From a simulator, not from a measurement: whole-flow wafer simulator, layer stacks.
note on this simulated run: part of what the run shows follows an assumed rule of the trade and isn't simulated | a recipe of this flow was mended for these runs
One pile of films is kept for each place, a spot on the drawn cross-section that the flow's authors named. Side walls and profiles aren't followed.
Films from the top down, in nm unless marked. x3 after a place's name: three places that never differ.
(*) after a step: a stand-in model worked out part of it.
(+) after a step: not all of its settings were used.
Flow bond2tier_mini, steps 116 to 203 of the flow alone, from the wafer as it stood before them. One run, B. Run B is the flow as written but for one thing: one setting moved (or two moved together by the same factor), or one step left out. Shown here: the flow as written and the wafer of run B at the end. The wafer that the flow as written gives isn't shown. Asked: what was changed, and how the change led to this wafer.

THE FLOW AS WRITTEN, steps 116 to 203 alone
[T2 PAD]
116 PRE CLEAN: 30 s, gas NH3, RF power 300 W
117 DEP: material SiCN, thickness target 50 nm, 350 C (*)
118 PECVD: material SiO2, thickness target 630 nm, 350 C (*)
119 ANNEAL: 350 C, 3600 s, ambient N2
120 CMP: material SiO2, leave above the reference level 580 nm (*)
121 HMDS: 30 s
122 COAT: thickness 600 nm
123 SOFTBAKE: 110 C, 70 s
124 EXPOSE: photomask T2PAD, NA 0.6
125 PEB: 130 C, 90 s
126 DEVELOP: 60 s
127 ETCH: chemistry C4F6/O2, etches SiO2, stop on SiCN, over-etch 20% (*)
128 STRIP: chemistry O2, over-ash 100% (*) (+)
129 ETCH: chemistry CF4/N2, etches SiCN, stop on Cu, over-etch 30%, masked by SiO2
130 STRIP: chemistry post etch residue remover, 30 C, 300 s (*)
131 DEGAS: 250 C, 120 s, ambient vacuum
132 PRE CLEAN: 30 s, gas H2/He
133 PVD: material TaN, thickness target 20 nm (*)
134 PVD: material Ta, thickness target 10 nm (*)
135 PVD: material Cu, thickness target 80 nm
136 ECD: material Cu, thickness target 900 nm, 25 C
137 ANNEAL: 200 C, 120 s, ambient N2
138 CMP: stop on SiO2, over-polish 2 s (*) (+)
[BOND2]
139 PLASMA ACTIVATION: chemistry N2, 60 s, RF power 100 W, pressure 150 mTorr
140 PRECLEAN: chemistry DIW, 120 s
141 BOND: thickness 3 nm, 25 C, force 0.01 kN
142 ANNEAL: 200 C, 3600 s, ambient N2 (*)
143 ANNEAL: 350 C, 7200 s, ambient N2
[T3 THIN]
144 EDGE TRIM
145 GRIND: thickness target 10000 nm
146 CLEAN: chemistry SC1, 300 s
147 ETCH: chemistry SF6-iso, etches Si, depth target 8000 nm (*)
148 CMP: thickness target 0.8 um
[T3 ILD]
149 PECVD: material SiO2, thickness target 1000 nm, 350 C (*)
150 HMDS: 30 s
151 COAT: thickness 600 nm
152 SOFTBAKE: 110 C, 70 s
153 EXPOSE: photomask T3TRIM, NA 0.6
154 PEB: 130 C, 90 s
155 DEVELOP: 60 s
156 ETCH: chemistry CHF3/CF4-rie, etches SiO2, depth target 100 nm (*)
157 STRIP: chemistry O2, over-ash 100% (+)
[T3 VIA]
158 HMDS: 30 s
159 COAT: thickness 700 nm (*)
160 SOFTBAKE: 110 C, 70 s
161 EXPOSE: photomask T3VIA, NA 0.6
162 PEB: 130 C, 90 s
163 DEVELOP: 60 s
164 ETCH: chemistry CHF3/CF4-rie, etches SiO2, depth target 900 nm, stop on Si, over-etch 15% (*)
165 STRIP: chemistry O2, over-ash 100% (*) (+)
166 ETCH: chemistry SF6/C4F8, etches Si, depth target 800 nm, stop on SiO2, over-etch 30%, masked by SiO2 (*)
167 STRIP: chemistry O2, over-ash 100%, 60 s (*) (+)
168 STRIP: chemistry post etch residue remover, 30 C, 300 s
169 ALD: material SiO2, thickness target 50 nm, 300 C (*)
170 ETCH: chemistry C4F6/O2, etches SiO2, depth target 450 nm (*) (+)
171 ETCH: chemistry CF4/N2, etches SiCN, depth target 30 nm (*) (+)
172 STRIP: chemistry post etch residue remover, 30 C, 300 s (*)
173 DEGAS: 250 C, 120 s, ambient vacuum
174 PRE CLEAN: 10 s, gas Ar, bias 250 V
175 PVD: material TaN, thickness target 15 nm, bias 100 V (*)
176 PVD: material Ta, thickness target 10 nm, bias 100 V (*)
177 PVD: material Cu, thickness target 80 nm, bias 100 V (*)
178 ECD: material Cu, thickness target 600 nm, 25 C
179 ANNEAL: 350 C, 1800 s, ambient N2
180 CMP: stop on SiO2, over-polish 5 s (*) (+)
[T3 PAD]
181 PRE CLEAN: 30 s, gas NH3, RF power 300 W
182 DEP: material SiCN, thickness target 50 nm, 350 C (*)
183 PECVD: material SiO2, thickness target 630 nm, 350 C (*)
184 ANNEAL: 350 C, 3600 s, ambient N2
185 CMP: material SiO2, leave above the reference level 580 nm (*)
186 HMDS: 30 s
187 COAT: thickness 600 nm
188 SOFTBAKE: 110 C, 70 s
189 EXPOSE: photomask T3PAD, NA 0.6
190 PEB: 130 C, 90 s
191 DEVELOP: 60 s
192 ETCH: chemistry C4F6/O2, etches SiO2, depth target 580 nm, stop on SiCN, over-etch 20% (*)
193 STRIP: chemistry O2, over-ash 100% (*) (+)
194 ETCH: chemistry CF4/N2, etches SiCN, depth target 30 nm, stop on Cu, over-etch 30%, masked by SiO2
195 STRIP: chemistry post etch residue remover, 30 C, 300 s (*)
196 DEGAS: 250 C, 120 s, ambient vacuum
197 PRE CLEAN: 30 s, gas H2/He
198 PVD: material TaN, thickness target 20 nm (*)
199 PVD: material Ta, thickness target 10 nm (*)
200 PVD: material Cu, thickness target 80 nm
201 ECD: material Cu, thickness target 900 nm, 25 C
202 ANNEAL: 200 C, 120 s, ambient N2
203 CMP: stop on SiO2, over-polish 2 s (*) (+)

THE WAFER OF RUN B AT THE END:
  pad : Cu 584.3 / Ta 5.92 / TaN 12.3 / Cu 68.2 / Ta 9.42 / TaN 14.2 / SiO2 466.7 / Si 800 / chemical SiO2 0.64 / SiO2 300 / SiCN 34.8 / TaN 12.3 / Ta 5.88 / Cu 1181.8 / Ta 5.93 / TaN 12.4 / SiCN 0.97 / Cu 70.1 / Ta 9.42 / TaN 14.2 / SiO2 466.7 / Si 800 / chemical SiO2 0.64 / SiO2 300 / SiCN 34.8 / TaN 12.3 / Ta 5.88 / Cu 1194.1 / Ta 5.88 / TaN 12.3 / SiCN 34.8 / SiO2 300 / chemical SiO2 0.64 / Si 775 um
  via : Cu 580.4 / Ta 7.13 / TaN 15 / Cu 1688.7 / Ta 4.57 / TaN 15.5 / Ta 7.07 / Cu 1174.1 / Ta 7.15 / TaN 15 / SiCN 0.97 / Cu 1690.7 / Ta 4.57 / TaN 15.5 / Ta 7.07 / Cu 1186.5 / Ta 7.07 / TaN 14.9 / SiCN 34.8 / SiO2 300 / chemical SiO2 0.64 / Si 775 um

The cause: step 127, ETCH: over-etch 10.25% was run, where the flow has over-etch 20%.

How the change led to this, step by step:
  127 ETCH: chemistry C4F6/O2, etches SiO2, stop on SiCN, over-etch 20% (*)
      pad, via: SiO2 -580 (all of it), SiCN -10 (as written it would be: SiO2 -580 (all of it), SiCN -19.6)
      field: thick-KrF-resist -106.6 (as written it would be: thick-KrF-resist -116)
  128 STRIP: chemistry O2, over-ash 100% (*) (+)
      field: thick-KrF-resist -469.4 (all of it) (as written it would be: thick-KrF-resist -459.9 (all of it))
  129 ETCH: chemistry CF4/N2, etches SiCN, stop on Cu, over-etch 30%, masked by SiO2
      pad, via: SiCN -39 (as written it would be: SiCN -30.4 (all of it), Cu -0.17)
  130 STRIP: chemistry post etch residue remover, 30 C, 300 s (*)
      pad, via: nothing (as written it would be: Cu -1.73)
Counting metal films that touch as one body, pad has 4 bodies (between them, from the top down: SiO2 466.7 / Si 800 / chemical SiO2 0.64 / SiO2 300 / SiCN 34.8; SiCN 0.97; SiO2 466.7 / Si 800 / chemical SiO2 0.64 / SiO2 300 / SiCN 34.8); the flow as written gives 3 bodies (between them, from the top down: SiO2 466.7 / Si 800 / chemical SiO2 0.64 / SiO2 300 / SiCN 34.8; SiO2 466.7 / Si 800 / chemical SiO2 0.64 / SiO2 300 / SiCN 34.8).
Counting metal films that touch as one body, via has 2 bodies (between them, from the top down: SiCN 0.97); the flow as written gives 1 body.
